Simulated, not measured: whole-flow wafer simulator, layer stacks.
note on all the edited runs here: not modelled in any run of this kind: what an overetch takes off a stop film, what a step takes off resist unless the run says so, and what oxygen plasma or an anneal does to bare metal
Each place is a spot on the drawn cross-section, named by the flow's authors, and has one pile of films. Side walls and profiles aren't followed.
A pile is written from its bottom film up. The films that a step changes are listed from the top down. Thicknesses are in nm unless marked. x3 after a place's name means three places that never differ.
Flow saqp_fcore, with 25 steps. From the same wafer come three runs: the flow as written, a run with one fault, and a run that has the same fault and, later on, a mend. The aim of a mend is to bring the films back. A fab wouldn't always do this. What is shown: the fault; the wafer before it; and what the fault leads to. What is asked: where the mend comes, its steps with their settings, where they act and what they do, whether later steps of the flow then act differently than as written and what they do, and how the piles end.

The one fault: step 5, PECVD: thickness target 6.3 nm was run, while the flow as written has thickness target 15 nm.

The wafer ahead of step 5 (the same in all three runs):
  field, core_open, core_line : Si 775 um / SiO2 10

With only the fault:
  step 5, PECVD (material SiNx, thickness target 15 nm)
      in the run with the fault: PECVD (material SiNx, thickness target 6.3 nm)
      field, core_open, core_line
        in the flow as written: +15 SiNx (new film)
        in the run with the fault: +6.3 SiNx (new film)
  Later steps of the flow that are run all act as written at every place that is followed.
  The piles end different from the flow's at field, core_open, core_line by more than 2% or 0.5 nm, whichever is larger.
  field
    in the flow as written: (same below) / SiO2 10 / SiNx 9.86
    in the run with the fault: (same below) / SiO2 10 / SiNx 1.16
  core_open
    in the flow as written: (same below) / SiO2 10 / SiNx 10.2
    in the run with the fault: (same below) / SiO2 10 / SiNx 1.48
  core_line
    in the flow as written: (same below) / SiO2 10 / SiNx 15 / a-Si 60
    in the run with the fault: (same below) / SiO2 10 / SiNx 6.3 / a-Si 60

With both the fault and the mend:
  The mend stands after step 5.
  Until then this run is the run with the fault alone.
  step 5a, PECVD (material SiNx, thickness target 8.7 nm) (the flow's step 5, run once more with other settings)
      field, core_open, core_line
        +8.7 SiNx
  Later steps of the flow that are run all act as written at every place that is followed.
  The piles end the same as the flow's at every place that both follow.
